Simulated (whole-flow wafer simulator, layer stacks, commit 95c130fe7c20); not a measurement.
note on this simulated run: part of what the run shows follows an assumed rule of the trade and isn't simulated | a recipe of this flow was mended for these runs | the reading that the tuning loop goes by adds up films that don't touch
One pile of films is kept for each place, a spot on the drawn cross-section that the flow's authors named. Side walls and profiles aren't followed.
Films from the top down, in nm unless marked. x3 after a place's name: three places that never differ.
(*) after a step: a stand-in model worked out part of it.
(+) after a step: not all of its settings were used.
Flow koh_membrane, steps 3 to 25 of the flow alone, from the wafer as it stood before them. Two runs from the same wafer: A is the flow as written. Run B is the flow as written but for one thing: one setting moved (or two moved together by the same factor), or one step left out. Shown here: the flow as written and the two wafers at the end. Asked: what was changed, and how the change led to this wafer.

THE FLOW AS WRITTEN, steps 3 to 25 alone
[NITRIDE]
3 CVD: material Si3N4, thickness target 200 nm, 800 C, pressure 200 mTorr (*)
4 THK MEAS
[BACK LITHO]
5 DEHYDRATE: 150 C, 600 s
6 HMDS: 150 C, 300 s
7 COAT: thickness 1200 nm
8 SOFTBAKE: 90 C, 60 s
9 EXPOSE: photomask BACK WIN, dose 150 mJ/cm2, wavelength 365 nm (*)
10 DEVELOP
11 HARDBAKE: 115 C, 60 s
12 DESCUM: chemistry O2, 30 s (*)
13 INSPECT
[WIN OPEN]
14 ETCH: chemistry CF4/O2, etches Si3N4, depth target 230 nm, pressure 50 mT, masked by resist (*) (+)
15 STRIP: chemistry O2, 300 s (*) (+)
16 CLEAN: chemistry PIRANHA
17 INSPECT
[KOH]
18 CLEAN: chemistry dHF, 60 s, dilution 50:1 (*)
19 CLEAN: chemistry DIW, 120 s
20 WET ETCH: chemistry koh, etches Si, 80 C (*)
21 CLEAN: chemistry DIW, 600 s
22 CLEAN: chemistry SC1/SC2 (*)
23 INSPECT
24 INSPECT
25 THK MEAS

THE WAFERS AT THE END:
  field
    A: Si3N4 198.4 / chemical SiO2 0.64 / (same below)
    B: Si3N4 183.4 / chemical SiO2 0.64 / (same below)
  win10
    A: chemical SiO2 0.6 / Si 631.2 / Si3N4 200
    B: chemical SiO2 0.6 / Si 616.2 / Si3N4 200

The cause: step 3, CVD: thickness target 185 nm was run, where the flow has thickness target 200 nm.

How the change led to this, step by step:
  3 CVD: material Si3N4, thickness target 200 nm, 800 C, pressure 200 mTorr (*)
      field, win20 x4, win10: A Si3N4 +200 (new film) | B Si3N4 +185 (new film)
  14 ETCH: chemistry CF4/O2, etches Si3N4, depth target 230 nm, pressure 50 mT, masked by resist (*) (+)
      win20 x4, win10: A Si3N4 -200 (all of it), chemical SiO2 -0.64 (all of it), Si -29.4 | B Si3N4 -185 (all of it), chemical SiO2 -0.64 (all of it), Si -44.4
